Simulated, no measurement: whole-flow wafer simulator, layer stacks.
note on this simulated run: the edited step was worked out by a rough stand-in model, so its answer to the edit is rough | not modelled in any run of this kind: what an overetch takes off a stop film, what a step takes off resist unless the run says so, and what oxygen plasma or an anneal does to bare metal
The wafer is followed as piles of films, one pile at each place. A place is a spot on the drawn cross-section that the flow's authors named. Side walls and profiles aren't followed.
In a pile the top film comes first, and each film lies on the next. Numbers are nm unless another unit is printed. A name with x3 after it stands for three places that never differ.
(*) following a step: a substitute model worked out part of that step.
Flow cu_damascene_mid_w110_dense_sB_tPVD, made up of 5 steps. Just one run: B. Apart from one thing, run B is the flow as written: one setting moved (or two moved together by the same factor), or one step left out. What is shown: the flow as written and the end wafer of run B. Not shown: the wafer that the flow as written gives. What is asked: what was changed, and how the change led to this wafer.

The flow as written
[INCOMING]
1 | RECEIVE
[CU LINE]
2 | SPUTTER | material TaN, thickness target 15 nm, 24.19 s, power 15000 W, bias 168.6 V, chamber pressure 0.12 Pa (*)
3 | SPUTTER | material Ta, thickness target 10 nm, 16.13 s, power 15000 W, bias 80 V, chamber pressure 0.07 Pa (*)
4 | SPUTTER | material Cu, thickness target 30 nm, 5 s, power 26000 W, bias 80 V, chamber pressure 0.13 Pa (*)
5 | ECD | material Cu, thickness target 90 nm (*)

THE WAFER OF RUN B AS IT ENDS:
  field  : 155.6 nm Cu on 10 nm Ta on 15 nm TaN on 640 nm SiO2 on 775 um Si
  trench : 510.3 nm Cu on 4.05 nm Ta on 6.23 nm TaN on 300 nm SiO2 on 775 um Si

What caused this: step 5, ECD: thickness target 125.6 nm was run, while the flow as written has thickness target 90 nm.

How this came from the change, step by step:
  5 | ECD | material Cu, thickness target 90 nm (*)
      field: Cu gains 125.6 (as written it would have been: Cu gains 90)
      trench: Cu gains 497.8 (as written it would have been: Cu gains 462.2)
